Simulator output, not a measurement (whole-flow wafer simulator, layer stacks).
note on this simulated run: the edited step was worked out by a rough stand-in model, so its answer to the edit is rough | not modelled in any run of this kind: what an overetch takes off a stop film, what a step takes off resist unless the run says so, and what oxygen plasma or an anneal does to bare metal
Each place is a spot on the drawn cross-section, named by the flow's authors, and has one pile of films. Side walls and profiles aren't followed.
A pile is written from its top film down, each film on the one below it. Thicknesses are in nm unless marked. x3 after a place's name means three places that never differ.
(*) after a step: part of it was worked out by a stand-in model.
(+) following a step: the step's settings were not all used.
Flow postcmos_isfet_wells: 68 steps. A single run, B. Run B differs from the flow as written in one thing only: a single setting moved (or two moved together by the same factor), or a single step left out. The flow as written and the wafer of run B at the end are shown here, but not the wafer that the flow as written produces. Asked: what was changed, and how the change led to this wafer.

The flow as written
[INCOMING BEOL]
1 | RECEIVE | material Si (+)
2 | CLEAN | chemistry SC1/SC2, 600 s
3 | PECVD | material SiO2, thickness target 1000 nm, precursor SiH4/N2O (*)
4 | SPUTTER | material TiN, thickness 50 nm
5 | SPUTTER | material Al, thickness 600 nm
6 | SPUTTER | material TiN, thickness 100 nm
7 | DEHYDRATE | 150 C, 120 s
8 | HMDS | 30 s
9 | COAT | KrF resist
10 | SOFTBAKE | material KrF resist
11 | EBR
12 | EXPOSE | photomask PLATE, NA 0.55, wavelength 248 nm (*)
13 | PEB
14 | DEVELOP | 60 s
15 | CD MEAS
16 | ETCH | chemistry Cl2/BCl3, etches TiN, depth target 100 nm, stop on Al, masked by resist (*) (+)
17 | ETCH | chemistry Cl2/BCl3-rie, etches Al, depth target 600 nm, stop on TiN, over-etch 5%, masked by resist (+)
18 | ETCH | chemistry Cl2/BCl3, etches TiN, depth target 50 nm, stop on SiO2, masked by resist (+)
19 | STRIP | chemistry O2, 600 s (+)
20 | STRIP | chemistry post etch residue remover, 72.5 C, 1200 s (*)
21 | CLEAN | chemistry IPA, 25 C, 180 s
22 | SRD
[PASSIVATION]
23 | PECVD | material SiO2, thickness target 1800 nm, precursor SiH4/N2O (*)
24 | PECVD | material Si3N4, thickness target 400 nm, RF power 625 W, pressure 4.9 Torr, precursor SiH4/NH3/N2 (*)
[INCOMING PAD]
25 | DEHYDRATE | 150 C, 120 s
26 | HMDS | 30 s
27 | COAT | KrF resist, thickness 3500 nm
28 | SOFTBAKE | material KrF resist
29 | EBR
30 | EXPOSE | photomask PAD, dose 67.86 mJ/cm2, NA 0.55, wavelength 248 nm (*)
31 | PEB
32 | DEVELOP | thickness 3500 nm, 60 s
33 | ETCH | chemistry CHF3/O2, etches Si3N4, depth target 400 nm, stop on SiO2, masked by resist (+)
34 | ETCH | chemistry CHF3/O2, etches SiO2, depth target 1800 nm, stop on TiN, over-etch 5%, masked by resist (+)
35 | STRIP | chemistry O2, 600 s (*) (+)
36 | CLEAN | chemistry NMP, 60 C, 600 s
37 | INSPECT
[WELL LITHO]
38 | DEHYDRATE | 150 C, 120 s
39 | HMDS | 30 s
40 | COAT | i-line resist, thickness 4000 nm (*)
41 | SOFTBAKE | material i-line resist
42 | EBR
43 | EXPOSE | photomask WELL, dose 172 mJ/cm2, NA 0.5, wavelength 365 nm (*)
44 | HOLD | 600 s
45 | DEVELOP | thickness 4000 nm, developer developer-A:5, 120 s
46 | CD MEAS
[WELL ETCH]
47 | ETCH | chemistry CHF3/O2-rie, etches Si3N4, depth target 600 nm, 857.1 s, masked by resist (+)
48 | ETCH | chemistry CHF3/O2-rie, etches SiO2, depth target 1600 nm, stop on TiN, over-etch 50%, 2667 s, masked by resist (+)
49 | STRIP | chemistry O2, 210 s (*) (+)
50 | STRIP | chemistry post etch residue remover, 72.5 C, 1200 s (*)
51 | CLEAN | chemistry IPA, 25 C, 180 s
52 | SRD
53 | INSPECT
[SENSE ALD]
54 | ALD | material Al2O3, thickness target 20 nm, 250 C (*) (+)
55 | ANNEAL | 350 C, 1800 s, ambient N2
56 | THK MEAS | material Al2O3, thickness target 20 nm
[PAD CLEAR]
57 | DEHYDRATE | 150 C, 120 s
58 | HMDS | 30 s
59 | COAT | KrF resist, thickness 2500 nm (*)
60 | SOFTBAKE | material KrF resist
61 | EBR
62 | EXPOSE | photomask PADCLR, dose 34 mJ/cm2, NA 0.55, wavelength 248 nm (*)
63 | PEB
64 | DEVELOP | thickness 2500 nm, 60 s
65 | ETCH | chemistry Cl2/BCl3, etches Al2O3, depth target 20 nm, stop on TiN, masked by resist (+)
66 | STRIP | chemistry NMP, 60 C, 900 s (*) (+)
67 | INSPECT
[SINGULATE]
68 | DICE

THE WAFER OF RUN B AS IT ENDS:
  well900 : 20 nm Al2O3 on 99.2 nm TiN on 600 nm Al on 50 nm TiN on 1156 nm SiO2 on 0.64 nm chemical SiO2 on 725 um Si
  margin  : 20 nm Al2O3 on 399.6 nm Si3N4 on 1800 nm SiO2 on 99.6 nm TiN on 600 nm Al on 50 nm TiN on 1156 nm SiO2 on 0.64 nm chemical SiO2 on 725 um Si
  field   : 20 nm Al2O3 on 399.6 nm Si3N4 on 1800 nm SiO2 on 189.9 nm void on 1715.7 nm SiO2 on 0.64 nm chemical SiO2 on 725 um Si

Cause: step 3, PECVD: thickness target 1156 nm was run, while the flow as written has thickness target 1000 nm.
The wafer lets one read it off: well900 has SiO2 1156, and step 3 as written asks for 1000 nm.

How this came from the change, step by step:
  3 | PECVD | material SiO2, thickness target 1000 nm, precursor SiH4/N2O (*)
      field, margin, well900, well1300 x3, pad_rim, pad_clr, pad_open: +1156 SiO2 (new film) (in the flow as written it would be: +1000 SiO2 (new film))
